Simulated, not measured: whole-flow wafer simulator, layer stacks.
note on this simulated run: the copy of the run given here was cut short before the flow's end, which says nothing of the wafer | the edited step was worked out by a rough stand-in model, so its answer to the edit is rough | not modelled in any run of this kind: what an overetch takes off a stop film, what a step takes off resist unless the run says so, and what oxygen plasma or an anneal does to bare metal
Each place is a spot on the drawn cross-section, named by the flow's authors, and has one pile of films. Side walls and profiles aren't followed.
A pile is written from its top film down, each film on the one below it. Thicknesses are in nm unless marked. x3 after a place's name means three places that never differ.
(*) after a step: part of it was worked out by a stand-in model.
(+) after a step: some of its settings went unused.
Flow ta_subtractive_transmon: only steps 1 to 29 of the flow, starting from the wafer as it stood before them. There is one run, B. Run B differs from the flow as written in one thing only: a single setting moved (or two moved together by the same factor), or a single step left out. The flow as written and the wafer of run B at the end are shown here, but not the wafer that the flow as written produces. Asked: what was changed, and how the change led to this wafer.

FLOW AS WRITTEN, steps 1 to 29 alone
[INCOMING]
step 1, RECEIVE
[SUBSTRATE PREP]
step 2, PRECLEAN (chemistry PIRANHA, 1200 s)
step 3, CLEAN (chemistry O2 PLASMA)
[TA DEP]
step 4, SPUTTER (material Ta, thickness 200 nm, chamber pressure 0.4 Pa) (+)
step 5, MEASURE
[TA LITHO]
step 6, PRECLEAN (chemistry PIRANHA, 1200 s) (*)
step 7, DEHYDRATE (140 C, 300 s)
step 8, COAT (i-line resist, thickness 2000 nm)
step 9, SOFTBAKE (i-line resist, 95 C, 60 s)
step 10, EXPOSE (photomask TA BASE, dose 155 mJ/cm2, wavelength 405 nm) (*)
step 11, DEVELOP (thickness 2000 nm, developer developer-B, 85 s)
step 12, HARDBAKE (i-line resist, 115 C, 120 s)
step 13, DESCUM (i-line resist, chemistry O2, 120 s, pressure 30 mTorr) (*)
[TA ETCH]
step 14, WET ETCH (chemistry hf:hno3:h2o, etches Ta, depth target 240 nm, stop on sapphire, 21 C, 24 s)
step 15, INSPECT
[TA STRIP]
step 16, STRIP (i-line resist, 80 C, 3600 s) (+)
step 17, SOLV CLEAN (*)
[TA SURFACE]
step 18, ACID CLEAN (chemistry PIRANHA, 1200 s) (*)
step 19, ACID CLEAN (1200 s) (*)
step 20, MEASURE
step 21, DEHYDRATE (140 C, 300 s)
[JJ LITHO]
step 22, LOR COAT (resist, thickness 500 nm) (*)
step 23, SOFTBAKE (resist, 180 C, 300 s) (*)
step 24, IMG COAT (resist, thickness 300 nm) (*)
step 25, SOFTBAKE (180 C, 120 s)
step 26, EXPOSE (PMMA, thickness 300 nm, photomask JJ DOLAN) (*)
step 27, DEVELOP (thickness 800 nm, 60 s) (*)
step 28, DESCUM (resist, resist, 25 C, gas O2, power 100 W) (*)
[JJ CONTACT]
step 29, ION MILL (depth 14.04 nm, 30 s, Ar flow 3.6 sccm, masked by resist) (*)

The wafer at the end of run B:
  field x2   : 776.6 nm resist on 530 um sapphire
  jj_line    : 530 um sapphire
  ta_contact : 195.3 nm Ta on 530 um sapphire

What caused this: step 29, ION MILL: depth 6.597 nm was run, while the flow as written has depth 14.04 nm; step 29, ION MILL: 14.1 s was run, where the flow has 30 s.

The path from the change to this, step by step:
  step 29, ION MILL (depth 14.04 nm, 30 s, Ar flow 3.6 sccm, masked by resist) (*)
      field x2, ta_pad: resist loses 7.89 (it would be, as written: resist loses 16.8)
      jj_line, lead: sapphire loses 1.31 (it would be, as written: sapphire loses 2.8)
      (and at 1 other place as well)
